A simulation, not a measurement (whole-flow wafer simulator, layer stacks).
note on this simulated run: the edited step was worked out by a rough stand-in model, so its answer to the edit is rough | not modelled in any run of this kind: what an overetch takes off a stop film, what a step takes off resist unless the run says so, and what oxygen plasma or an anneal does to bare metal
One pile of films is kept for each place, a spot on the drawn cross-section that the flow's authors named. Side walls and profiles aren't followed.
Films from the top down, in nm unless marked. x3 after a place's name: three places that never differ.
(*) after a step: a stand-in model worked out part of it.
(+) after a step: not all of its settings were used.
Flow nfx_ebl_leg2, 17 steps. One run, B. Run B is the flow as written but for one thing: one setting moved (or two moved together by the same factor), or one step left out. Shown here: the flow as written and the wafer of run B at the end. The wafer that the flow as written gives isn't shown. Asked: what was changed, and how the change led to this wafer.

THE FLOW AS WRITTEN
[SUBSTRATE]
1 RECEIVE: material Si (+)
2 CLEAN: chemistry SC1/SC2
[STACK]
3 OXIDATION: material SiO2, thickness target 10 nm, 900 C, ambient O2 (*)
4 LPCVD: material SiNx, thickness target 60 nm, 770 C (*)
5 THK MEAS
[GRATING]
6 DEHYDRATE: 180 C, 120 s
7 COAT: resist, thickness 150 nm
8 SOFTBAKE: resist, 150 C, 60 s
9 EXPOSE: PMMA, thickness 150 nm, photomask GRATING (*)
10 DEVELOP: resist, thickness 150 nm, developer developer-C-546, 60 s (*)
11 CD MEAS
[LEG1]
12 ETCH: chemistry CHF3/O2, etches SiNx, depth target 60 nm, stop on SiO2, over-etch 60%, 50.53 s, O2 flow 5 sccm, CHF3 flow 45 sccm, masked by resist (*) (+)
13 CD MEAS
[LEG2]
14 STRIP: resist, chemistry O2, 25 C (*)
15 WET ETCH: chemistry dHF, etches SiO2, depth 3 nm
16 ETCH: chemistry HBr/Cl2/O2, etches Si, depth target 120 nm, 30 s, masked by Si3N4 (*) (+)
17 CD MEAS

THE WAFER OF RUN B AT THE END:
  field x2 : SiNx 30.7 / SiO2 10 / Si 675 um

The cause: step 4, LPCVD: thickness target 37.5 nm was run, where the flow has thickness target 60 nm.

How the change led to this, step by step:
  4 LPCVD: material SiNx, thickness target 60 nm, 770 C (*)
      field x2, pad x2: SiNx +37.5 (new film) (as written it would be: SiNx +60 (new film))
  12 ETCH: chemistry CHF3/O2, etches SiNx, depth target 60 nm, stop on SiO2, over-etch 60%, 50.53 s, O2 flow 5 sccm, CHF3 flow 45 sccm, masked by resist (*) (+)
      pad x2: SiNx -37.5 (all of it), SiO2 -10 (all of it) (as written it would be: SiNx -60 (all of it), SiO2 -10 (all of it))
